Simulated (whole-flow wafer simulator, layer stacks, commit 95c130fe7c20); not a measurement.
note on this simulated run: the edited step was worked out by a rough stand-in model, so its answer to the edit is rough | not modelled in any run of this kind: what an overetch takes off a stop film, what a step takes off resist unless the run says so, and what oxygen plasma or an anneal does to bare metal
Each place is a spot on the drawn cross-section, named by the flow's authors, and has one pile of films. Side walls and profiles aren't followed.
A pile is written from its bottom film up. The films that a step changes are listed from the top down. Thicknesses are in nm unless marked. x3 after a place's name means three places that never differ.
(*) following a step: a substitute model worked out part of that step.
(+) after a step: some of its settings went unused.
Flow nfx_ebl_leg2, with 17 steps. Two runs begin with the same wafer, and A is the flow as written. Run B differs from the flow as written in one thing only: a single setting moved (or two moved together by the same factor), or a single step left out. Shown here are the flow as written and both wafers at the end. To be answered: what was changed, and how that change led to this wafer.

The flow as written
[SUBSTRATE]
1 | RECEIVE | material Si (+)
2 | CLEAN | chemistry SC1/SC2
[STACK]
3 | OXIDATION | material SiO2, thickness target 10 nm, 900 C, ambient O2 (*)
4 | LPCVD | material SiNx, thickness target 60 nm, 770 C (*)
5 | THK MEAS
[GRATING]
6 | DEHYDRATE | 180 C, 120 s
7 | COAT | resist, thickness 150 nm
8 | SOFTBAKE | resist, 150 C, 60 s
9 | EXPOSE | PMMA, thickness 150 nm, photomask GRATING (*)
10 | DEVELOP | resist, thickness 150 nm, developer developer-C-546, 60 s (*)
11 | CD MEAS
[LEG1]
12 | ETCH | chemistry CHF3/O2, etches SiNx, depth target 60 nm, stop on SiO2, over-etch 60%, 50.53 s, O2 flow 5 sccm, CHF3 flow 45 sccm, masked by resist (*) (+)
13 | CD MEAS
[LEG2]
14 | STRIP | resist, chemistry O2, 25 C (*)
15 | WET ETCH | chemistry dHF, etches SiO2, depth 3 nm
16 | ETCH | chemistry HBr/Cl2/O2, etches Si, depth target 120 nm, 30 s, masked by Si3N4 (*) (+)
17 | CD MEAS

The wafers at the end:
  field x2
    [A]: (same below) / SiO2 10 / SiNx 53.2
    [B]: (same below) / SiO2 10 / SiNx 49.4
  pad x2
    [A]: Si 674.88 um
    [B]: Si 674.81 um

Cause: step 16, ETCH: depth target 186 nm was run, though the flow has depth target 120 nm; step 16, ETCH: 46.5 s was run, where the flow has 30 s.

The path from the change to this, step by step:
  16 | ETCH | chemistry HBr/Cl2/O2, etches Si, depth target 120 nm, 30 s, masked by Si3N4 (*) (+)
      field x2: A SiNx loses 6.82 | B SiNx loses 10.6
      pad x2: A Si loses 120 | B Si loses 186
